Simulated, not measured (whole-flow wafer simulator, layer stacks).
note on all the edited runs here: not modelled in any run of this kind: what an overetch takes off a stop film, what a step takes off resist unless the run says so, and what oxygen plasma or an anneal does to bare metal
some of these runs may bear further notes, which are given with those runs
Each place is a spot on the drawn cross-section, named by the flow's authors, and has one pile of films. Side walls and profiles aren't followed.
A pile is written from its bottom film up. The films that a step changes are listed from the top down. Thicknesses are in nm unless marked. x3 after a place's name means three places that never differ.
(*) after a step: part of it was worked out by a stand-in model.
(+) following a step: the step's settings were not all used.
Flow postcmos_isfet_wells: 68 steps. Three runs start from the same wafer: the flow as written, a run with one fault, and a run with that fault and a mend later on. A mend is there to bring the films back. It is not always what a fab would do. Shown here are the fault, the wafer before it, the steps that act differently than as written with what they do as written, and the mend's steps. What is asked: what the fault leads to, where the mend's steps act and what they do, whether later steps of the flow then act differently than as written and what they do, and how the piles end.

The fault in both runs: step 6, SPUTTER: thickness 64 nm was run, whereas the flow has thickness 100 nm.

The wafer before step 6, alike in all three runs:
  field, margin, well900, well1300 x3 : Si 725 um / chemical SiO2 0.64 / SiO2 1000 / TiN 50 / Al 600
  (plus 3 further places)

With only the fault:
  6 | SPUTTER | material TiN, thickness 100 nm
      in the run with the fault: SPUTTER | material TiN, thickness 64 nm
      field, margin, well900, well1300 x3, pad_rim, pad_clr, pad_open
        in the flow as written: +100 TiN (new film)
        in the run with the fault: +64 TiN (new film)
  Steps further on in the flow that do not act as written (1 more step, not shown, differs only slightly: by at most 2% or 0.5 nm, whichever is larger):
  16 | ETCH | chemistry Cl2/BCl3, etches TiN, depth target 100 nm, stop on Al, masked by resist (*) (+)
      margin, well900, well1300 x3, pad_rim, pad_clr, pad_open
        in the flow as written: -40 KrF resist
        in the run with the fault: -38.4 KrF resist
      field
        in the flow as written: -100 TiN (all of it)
        in the run with the fault: -64 TiN (all of it)
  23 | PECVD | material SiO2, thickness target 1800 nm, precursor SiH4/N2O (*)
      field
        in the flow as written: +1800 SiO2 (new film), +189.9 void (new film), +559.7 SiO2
        in the run with the fault: +1800 SiO2 (new film), +163 void (new film), +550.6 SiO2
  At field, margin, well900, well1300 x3, pad_rim, pad_clr, pad_open, the piles at the end differ from the flow's by more than 2% or 0.5 nm, whichever is larger.
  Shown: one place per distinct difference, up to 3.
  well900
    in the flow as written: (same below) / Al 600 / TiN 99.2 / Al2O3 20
    in the run with the fault: (same below) / Al 600 / TiN 63.2 / Al2O3 20
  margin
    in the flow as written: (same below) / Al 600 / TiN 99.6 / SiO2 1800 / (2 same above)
    in the run with the fault: (same below) / Al 600 / TiN 63.6 / SiO2 1800 / (2 same above)
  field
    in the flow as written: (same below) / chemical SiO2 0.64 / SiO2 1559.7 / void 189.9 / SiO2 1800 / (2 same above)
    in the run with the fault: (same below) / chemical SiO2 0.64 / SiO2 1550.6 / void 163 / SiO2 1800 / (2 same above)

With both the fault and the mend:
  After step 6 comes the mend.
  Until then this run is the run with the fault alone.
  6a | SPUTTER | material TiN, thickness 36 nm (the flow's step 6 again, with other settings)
      field, margin, well900, well1300 x3, pad_rim, pad_clr, pad_open
        +36 TiN
  Every later step of the flow that is run acts as written at every place that is followed.
  By the end, the piles equal the flow's at every place that both follow.
